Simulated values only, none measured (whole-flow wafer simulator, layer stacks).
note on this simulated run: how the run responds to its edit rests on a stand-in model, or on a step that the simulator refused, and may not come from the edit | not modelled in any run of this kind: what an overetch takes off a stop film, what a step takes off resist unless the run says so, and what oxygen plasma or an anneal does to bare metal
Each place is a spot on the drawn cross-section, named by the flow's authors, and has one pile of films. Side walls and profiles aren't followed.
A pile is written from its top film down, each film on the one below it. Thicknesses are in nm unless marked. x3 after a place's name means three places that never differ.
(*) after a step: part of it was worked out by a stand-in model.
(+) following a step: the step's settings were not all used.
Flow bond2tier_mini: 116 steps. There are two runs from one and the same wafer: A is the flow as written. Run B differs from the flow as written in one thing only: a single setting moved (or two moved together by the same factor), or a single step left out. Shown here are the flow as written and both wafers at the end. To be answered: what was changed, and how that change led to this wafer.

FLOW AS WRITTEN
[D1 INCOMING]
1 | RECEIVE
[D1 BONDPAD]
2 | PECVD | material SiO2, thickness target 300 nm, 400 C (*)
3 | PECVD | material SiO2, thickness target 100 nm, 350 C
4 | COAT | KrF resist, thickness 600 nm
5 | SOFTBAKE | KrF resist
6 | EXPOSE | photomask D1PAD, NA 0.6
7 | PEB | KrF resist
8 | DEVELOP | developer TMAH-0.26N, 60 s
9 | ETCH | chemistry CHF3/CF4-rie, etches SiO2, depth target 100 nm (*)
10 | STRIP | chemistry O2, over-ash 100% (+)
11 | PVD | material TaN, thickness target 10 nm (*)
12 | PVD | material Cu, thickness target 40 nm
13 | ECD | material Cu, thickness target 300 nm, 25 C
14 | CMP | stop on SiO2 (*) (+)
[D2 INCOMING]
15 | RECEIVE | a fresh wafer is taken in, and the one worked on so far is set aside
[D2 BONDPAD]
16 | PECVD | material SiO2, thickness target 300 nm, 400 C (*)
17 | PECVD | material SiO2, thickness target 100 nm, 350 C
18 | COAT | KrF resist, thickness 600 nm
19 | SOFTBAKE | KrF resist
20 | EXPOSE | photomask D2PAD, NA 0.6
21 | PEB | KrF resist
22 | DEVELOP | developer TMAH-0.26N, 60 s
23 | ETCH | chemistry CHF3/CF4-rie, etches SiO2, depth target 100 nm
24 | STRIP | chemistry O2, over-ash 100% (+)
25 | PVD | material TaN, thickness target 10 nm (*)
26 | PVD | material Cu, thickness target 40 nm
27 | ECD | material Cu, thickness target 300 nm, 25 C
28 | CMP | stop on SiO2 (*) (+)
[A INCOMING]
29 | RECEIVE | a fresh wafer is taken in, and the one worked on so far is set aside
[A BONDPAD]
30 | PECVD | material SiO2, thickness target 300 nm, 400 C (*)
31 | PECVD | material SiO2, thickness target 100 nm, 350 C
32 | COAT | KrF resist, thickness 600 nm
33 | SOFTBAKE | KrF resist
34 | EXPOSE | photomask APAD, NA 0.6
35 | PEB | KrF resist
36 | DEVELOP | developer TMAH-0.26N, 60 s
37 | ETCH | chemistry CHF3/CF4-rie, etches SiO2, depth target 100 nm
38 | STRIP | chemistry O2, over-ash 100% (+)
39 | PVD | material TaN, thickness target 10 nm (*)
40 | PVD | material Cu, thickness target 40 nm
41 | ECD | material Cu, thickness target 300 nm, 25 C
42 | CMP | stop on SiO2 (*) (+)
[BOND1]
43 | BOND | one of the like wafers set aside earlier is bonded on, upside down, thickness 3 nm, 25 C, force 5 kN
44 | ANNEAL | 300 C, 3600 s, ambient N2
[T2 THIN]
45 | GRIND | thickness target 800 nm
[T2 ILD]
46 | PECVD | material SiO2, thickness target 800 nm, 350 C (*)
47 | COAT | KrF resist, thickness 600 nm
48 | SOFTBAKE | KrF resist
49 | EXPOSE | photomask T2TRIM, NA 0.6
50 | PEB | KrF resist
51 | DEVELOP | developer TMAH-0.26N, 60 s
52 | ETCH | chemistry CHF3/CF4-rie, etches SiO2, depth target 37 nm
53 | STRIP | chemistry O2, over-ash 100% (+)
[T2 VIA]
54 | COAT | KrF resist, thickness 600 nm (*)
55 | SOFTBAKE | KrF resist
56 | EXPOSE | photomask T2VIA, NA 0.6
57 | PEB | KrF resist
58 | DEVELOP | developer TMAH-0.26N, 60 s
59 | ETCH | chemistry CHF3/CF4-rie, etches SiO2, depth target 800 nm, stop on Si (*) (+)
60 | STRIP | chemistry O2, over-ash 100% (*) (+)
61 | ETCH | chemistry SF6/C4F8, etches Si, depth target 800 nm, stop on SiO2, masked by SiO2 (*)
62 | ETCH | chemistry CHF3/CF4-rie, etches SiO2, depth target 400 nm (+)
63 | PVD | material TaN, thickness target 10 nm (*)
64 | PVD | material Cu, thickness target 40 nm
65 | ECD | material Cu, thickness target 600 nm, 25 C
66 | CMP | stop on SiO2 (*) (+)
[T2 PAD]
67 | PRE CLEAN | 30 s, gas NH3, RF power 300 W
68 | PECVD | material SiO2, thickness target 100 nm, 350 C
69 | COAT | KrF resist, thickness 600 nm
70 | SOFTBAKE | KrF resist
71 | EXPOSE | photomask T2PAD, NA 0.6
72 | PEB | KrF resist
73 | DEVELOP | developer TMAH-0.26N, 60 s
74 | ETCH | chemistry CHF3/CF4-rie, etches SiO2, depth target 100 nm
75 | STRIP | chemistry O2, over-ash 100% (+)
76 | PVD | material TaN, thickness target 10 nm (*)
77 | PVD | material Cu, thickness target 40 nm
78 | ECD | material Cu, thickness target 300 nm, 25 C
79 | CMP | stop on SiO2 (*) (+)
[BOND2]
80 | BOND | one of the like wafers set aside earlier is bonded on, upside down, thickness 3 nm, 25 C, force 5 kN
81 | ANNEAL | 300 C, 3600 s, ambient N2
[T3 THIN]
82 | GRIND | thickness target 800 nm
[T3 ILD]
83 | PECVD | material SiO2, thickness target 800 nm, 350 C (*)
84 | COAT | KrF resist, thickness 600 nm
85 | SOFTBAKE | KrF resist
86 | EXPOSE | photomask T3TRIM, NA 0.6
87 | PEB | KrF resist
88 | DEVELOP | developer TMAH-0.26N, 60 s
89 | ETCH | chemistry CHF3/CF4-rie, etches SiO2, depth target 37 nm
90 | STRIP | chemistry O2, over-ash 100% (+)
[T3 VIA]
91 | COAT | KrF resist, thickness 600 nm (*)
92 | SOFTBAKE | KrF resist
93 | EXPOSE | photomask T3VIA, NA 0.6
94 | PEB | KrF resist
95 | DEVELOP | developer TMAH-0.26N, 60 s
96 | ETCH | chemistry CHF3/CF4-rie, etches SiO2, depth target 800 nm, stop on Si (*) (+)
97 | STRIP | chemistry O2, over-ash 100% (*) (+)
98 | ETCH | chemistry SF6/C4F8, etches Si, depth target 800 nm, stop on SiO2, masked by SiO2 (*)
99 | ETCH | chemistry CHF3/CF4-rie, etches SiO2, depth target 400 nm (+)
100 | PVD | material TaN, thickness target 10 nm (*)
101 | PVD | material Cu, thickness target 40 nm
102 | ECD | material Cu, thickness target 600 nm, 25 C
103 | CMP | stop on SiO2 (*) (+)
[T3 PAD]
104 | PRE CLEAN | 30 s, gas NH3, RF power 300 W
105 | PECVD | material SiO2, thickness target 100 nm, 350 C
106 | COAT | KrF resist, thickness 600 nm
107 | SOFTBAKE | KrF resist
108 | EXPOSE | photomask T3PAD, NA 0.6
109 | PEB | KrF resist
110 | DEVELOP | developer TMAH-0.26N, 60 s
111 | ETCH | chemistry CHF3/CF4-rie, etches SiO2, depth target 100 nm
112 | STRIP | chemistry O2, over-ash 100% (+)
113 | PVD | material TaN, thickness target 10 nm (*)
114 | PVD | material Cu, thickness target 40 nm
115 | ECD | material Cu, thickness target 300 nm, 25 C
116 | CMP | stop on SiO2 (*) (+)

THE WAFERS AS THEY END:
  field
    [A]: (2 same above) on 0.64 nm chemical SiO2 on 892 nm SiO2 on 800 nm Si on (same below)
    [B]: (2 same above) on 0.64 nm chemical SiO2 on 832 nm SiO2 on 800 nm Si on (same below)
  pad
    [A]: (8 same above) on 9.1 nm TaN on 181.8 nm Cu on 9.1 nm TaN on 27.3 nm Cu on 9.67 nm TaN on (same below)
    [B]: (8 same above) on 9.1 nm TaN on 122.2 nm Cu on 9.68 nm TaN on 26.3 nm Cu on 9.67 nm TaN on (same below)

What caused this: step 68, PECVD: thickness target 40 nm was run, though the flow has thickness target 100 nm.

How this came from the change, step by step:
  68 | PECVD | material SiO2, thickness target 100 nm, 350 C
      field: A +100 SiO2 | B +40 SiO2
      pad: A +100 SiO2 (new film) | B +40 SiO2 (new film)
  74 | ETCH | chemistry CHF3/CF4-rie, etches SiO2, depth target 100 nm
      pad: A -100 SiO2 (all of it) | B -40 SiO2 (all of it), -1 Cu
      field: A -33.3 KrF resist | B -20 KrF resist
  75 | STRIP | chemistry O2, over-ash 100% (+)
      field: A -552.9 KrF resist (all of it) | B -566.3 KrF resist (all of it)
  76 | PVD | material TaN, thickness target 10 nm (*)
      pad: A +9.1 TaN (new film) | B +9.68 TaN (new film)
  77 | PVD | material Cu, thickness target 40 nm
      pad: A +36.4 Cu (new film) | B +38.5 Cu (new film)
  78 | ECD | material Cu, thickness target 300 nm, 25 C
      pad: A +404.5 Cu | B +342.8 Cu
